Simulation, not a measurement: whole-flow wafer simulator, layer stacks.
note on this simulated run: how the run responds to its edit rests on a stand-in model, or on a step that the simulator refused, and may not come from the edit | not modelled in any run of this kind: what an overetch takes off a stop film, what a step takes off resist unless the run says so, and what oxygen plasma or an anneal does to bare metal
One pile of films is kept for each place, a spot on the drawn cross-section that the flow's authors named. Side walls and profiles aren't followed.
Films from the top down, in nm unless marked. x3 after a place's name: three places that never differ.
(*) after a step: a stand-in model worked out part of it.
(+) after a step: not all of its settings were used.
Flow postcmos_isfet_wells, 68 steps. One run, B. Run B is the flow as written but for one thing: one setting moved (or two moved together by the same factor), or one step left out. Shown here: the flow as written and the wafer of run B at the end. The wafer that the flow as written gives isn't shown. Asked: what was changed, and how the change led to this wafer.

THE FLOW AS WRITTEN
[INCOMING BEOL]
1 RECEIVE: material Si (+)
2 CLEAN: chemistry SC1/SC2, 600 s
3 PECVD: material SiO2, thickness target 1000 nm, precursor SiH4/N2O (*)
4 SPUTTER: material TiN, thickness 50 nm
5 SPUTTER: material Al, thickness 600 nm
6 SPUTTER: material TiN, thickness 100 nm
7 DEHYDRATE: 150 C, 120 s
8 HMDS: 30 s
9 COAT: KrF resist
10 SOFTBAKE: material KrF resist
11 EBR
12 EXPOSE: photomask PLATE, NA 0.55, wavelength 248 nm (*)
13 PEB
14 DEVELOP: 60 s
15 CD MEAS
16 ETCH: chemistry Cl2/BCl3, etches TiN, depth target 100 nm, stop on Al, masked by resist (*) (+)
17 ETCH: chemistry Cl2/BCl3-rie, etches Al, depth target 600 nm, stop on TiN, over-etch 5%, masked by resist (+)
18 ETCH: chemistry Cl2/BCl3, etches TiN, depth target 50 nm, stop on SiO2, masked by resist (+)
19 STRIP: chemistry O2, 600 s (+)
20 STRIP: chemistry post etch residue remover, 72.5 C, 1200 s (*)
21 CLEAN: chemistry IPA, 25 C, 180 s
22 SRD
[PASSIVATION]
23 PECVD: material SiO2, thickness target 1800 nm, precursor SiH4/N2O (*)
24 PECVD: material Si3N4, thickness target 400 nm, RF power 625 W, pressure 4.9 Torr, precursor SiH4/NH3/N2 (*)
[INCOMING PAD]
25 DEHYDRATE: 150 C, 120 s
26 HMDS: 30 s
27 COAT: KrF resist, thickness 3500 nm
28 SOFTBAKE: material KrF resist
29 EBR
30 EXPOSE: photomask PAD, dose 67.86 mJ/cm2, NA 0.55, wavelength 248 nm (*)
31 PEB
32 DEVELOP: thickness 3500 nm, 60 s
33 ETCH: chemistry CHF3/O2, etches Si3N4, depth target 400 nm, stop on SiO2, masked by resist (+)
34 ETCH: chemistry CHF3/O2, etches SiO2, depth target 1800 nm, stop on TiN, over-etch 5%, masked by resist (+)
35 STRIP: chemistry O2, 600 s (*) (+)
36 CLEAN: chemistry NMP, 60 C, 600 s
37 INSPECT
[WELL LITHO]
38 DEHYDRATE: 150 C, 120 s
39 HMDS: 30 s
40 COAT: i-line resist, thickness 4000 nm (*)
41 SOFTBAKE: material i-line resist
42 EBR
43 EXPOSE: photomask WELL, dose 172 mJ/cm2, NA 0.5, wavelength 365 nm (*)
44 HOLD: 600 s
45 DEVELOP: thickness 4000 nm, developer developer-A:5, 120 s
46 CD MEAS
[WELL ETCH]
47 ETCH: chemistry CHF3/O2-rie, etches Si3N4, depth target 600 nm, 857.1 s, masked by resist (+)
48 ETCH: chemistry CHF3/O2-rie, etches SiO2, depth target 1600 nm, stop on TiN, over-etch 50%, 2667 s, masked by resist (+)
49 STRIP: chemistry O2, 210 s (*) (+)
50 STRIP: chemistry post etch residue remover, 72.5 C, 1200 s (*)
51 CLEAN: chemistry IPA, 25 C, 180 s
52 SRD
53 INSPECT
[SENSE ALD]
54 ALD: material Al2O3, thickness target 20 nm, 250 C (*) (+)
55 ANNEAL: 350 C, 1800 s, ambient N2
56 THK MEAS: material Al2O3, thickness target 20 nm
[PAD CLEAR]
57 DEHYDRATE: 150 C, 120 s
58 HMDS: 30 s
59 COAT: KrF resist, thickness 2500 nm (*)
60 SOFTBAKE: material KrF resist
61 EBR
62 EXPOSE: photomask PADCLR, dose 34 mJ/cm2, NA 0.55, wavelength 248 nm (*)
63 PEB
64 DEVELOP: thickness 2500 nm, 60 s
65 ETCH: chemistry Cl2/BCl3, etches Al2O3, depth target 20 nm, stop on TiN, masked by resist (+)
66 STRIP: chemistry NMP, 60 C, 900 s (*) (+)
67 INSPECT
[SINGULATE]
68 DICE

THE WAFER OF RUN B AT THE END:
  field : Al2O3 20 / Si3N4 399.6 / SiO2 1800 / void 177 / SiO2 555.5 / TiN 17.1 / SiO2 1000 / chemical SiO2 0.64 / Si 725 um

The cause: step 18, ETCH: depth target 32.5 nm was run, where the flow has depth target 50 nm.

How the change led to this, step by step:
  18 ETCH: chemistry Cl2/BCl3, etches TiN, depth target 50 nm, stop on SiO2, masked by resist (+)
      field: TiN -32.5 (as written it would be: TiN -50 (all of it))
      margin, well900, well1300 x3, pad_rim, pad_clr, pad_open: KrF resist -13 (as written it would be: KrF resist -20)
  23 PECVD: material SiO2, thickness target 1800 nm, precursor SiH4/N2O (*)
      field: SiO2 +1800 (new film), void +177 (new film), SiO2 +555.5 (new film) (as written it would be: SiO2 +1800 (new film), void +189.9 (new film), SiO2 +559.7)
Counting metal films that touch as one body, field has 1 body; the flow as written gives 0 bodies.
